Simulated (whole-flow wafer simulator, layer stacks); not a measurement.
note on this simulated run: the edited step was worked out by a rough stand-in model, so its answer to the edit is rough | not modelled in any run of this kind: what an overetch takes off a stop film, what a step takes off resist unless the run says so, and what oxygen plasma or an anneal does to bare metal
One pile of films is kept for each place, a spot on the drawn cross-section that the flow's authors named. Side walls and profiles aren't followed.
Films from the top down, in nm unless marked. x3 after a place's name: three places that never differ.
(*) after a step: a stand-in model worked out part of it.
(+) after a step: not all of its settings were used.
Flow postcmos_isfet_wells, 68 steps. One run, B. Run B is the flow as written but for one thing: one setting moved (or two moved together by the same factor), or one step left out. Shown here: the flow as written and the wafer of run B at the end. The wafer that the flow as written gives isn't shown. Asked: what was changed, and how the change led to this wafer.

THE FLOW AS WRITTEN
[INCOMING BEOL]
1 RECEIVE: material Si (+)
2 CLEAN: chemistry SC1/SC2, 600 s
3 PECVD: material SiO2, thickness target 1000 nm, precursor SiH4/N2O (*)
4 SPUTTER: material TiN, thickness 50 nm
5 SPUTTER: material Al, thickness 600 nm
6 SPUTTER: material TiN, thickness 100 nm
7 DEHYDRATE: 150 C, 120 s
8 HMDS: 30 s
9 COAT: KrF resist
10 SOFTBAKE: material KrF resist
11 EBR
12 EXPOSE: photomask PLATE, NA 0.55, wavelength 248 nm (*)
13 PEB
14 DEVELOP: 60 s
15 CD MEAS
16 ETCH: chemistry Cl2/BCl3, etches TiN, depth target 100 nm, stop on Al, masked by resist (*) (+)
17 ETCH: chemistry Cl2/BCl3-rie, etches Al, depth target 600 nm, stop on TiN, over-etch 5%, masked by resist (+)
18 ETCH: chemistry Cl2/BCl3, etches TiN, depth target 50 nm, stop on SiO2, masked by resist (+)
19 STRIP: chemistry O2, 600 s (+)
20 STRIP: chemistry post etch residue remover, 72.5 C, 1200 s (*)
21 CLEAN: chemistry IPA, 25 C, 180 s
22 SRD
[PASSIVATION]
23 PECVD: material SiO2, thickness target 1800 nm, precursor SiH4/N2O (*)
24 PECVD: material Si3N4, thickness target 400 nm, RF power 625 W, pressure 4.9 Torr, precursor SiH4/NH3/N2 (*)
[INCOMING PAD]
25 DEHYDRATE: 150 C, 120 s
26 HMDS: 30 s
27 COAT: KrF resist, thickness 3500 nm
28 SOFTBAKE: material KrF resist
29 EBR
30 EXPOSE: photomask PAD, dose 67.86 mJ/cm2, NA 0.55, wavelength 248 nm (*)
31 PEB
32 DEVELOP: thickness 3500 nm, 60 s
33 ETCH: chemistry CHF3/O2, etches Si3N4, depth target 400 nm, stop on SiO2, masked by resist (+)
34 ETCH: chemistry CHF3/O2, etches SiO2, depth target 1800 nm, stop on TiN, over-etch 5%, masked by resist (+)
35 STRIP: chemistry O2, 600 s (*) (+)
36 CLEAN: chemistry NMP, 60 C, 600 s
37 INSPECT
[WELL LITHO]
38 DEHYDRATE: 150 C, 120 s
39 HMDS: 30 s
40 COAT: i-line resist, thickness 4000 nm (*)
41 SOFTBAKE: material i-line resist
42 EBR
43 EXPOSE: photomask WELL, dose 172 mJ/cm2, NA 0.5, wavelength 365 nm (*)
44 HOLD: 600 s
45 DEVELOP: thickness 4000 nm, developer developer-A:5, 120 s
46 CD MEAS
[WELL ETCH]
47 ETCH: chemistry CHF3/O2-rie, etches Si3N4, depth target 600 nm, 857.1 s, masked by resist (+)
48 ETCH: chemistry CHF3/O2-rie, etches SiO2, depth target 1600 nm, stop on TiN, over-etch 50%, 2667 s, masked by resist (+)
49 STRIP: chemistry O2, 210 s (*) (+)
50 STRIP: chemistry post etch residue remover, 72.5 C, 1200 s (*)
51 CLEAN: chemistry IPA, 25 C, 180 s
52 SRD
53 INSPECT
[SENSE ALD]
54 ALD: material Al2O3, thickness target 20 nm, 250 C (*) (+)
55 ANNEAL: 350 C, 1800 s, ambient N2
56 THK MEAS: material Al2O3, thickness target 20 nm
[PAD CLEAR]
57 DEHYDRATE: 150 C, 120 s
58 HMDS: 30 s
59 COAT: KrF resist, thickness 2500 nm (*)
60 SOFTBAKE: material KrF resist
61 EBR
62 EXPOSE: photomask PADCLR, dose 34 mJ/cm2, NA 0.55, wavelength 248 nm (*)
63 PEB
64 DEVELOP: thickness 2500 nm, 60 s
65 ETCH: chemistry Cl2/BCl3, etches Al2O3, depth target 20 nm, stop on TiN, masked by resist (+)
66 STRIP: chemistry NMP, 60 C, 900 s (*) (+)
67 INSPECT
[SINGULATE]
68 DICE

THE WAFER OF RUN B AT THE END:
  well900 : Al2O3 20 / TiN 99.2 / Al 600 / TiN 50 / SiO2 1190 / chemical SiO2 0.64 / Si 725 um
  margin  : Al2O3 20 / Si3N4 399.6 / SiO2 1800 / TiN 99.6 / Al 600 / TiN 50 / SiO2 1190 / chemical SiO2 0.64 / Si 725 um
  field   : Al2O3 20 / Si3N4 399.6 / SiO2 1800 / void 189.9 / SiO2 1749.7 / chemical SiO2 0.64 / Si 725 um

The cause: step 3, PECVD: thickness target 1190 nm was run, where the flow has thickness target 1000 nm.
It can be read off the wafer: well900 has SiO2 1190, and step 3 as written asks for 1000 nm.

How the change led to this, step by step:
  3 PECVD: material SiO2, thickness target 1000 nm, precursor SiH4/N2O (*)
      field, margin, well900, well1300 x3, pad_rim, pad_clr, pad_open: SiO2 +1190 (new film) (as written it would be: SiO2 +1000 (new film))
